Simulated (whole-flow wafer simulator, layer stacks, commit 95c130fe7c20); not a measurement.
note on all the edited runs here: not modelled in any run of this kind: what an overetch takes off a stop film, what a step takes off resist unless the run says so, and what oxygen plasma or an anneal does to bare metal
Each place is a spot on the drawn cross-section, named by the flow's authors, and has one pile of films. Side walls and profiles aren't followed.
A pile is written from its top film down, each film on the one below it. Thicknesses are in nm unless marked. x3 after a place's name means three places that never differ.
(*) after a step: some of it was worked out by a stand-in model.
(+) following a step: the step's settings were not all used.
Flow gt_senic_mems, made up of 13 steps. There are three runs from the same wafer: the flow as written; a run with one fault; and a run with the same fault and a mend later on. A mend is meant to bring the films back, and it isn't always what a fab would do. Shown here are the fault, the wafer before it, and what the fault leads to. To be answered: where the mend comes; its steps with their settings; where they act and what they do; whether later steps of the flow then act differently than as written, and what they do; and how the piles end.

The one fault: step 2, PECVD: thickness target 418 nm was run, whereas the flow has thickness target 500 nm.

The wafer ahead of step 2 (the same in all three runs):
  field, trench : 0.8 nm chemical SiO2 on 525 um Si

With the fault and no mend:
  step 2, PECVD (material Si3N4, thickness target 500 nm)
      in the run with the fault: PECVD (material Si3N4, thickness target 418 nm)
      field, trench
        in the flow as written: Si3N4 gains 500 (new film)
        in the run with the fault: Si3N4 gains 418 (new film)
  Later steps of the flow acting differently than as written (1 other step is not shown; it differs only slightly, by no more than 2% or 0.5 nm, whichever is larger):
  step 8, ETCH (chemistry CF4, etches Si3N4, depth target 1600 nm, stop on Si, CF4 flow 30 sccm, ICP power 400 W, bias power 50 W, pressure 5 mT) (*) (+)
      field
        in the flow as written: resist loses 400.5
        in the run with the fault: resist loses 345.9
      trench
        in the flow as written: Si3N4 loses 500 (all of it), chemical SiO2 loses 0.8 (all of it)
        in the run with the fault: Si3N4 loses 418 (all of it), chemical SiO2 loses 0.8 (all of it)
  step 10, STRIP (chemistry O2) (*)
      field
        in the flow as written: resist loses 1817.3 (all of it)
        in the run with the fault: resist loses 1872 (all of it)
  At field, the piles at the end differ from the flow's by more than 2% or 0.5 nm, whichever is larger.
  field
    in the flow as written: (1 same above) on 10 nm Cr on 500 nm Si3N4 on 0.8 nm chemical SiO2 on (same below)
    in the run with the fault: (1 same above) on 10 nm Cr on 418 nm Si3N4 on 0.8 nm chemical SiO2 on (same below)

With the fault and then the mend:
  The mend follows step 7.
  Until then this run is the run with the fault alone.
  step 7a, STRIP (chemistry O2) (*)
      field
        resist loses 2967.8 (all of it)
  step 7b, PECVD (material Si3N4, thickness target 82 nm) (a further turn of the flow's step 2, with different settings)
      field, trench
        Si3N4 gains 82
  step 7c, HMDS (a further turn of the flow's step 3)
      alters no film at any place that is followed
  step 7d, COAT (resist, thickness 3000 nm) (a further turn of the flow's step 4)
      field, trench
        resist gains 3000 (new film)
  step 7e, SOFTBAKE (resist) (a further turn of the flow's step 5)
      alters no film at any place that is followed
  step 7f, EXPOSE (photomask DEVICE, dose 108.9 mJ/cm2, wavelength 405 nm) (*) (a further turn of the flow's step 6)
      alters no film at any place that is followed
  step 7g, DEVELOP (resist, thickness 3000 nm, developer developer-E, 60 s) (a further turn of the flow's step 7)
      field
        resist loses 32.2
      trench
        resist loses 3000 (all of it)
  None of the later steps of the flow acts differently than as written at any place that is followed.
  The piles end the same as the flow's at every place that both follow.
